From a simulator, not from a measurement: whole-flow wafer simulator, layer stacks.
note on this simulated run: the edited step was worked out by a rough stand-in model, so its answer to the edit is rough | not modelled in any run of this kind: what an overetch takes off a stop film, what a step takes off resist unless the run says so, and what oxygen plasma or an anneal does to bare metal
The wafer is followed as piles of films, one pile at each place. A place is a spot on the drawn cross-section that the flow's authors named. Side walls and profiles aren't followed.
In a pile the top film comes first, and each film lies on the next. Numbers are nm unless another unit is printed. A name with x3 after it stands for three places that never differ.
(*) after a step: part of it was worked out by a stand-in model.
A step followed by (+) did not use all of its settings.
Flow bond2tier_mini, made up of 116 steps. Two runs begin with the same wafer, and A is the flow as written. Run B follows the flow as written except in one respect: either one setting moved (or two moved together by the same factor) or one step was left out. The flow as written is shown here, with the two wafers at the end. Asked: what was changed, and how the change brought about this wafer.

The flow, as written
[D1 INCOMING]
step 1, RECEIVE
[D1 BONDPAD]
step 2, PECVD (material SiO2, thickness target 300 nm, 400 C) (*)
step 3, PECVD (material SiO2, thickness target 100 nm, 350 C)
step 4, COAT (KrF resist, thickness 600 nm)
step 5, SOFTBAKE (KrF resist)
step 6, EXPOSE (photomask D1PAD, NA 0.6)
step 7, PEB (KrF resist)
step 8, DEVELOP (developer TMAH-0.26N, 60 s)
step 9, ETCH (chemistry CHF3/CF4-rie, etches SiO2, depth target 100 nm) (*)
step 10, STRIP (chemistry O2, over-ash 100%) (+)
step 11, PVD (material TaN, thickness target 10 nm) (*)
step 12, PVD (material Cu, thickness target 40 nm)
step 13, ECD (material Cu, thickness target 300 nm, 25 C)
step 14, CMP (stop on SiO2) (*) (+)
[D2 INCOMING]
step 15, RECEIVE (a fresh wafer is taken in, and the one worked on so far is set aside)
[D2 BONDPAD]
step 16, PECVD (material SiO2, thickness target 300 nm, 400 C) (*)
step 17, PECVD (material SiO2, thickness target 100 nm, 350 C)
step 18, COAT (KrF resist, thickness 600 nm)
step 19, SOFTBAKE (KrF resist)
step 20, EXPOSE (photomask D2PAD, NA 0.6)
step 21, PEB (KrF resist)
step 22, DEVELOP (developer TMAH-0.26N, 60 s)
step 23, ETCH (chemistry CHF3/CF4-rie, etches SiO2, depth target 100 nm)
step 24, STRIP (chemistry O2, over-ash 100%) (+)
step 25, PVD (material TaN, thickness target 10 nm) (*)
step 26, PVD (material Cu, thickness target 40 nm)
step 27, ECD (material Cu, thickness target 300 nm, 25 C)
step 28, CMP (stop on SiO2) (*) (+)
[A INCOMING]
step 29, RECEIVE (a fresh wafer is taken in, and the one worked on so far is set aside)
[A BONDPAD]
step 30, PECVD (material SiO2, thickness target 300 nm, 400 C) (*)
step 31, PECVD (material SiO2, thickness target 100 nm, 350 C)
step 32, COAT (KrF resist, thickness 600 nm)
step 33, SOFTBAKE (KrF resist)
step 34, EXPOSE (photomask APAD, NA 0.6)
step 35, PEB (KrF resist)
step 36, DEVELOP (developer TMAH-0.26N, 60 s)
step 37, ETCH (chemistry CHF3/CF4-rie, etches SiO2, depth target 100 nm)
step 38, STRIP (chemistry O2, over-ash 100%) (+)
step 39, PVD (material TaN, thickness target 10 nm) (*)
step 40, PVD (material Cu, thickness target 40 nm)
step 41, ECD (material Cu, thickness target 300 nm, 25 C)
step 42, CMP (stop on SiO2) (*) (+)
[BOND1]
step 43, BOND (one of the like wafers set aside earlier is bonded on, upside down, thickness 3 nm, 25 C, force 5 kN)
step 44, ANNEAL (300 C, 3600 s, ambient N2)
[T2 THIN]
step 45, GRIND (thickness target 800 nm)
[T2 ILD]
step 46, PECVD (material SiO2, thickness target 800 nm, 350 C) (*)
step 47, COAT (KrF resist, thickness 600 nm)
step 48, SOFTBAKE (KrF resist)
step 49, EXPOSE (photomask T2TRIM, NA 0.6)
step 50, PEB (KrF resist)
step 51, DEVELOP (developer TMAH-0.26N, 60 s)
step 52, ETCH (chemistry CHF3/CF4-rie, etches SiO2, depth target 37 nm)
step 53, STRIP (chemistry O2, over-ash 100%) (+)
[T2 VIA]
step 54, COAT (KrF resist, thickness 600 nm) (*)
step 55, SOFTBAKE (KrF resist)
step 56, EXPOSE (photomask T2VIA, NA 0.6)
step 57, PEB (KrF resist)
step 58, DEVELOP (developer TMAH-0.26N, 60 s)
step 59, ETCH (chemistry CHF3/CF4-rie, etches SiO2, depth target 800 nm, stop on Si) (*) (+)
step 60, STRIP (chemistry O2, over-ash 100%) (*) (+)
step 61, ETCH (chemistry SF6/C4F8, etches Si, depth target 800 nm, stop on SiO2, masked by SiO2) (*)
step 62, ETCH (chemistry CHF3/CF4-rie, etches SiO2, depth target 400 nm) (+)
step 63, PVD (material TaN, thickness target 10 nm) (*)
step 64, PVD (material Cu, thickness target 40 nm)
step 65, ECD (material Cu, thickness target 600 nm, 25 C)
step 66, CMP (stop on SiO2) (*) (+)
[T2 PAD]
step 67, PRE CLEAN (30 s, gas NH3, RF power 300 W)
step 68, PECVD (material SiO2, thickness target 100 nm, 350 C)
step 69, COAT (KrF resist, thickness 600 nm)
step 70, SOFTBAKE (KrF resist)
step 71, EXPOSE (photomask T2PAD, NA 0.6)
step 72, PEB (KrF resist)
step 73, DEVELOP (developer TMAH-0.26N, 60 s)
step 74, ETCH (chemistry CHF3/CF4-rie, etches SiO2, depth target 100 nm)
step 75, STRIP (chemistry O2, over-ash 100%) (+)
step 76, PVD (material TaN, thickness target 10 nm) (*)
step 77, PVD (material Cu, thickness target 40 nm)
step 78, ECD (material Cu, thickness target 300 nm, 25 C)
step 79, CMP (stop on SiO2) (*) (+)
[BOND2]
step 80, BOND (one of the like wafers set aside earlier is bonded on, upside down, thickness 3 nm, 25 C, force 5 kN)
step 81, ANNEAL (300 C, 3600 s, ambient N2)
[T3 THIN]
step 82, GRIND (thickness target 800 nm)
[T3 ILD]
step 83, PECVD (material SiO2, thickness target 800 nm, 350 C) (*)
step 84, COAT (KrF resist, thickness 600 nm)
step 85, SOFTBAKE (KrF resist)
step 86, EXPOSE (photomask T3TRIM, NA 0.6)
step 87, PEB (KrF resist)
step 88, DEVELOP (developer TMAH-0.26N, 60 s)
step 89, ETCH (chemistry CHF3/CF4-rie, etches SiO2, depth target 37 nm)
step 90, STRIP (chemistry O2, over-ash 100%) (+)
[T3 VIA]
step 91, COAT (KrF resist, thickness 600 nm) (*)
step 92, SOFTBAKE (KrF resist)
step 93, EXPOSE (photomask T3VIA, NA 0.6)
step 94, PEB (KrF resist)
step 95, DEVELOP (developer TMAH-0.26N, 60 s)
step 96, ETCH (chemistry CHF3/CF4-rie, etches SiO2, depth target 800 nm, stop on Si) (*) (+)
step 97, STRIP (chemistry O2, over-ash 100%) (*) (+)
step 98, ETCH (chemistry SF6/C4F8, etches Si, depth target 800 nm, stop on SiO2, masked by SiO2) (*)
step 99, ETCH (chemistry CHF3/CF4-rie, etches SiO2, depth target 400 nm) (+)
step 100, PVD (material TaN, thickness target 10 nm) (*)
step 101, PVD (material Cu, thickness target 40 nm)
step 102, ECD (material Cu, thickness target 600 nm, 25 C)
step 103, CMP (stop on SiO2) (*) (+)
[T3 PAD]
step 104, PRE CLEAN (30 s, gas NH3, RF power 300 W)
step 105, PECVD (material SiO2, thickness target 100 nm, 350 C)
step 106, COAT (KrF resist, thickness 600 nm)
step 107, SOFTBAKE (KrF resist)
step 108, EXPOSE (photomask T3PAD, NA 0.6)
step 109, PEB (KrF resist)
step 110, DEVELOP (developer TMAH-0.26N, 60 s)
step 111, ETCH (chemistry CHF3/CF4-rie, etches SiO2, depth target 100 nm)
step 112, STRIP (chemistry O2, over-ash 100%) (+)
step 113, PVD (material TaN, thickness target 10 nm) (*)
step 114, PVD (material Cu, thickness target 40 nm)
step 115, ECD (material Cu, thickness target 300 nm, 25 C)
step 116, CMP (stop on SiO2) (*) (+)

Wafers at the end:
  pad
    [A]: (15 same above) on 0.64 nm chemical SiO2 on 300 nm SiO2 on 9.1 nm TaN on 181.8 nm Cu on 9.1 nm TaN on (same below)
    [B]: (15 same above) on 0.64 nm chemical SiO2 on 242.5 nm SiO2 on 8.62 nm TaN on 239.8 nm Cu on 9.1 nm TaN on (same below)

The reason: step 9, ETCH: depth target 157.5 nm was run, while the flow as written has depth target 100 nm.

The path from the change to this, step by step:
  step 9, ETCH (chemistry CHF3/CF4-rie, etches SiO2, depth target 100 nm) (*)
      pad, via: A SiO2 loses 100 | B SiO2 loses 157.5
      field: A KrF resist loses 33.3 | B KrF resist loses 52.5
  step 10, STRIP (chemistry O2, over-ash 100%) (+)
      field: A KrF resist loses 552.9 (all of it) | B KrF resist loses 533.8 (all of it)
  step 12, PVD (material Cu, thickness target 40 nm)
      pad: A Cu gains 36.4 (new film) | B Cu gains 34.5 (new film)
  step 13, ECD (material Cu, thickness target 300 nm, 25 C)
      pad: A Cu gains 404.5 | B Cu gains 464.4
      via: A Cu gains 400.2 | B Cu gains 458.1
  step 43, BOND (one of the like wafers set aside earlier is bonded on, upside down, thickness 3 nm, 25 C, force 5 kN)
      pad: A Si gains 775 um (new film), chemical SiO2 gains 0.64 (new film), SiO2 gains 300 (new film), TaN gains 9.1 (new film), Cu gains 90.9 | B Si gains 775 um (new film), chemical SiO2 gains 0.64 (new film), SiO2 gains 242.5 (new film), TaN gains 8.62 (new film), Cu gains 148.9
      via: A Si gains 775 um (new film), chemical SiO2 gains 0.64 (new film), SiO2 gains 300 (new film), TaN gains 9.97 (new film), Cu gains 90 | B Si gains 775 um (new film), chemical SiO2 gains 0.64 (new film), SiO2 gains 242.5 (new film), TaN gains 9.89 (new film), Cu gains 147.6
